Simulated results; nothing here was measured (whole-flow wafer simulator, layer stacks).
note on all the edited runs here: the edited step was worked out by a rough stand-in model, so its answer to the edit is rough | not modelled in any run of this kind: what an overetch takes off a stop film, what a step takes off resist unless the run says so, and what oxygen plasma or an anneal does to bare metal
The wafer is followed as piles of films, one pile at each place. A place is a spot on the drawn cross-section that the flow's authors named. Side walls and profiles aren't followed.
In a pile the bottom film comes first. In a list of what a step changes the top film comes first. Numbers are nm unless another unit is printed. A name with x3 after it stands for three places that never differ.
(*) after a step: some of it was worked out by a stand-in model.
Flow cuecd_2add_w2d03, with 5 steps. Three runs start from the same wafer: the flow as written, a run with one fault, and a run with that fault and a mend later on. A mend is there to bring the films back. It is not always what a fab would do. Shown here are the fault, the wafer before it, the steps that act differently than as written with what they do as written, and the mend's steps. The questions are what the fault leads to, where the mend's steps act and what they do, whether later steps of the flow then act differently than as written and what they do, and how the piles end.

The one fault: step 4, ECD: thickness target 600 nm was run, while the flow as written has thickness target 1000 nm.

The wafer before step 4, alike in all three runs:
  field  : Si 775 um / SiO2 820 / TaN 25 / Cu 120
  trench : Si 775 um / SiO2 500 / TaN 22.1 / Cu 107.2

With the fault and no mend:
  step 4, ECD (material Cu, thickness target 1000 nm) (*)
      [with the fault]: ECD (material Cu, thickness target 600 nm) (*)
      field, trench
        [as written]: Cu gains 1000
        [with the fault]: Cu gains 600
  Every later step of the flow that is run acts as written at every place that is followed.
  By the end, the piles at field, trench depart from the flow's by more than 2% or 0.5 nm, whichever is larger.
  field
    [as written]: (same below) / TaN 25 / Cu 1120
    [with the fault]: (same below) / TaN 25 / Cu 720
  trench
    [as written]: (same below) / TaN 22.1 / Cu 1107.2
    [with the fault]: (same below) / TaN 22.1 / Cu 707.2

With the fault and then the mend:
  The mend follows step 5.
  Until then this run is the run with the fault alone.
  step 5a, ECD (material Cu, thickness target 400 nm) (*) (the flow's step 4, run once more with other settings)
      field, trench
        Cu gains 400
  Every later step of the flow that is run acts as written at every place that is followed.
  By the end, the piles equal the flow's at every place that both follow.
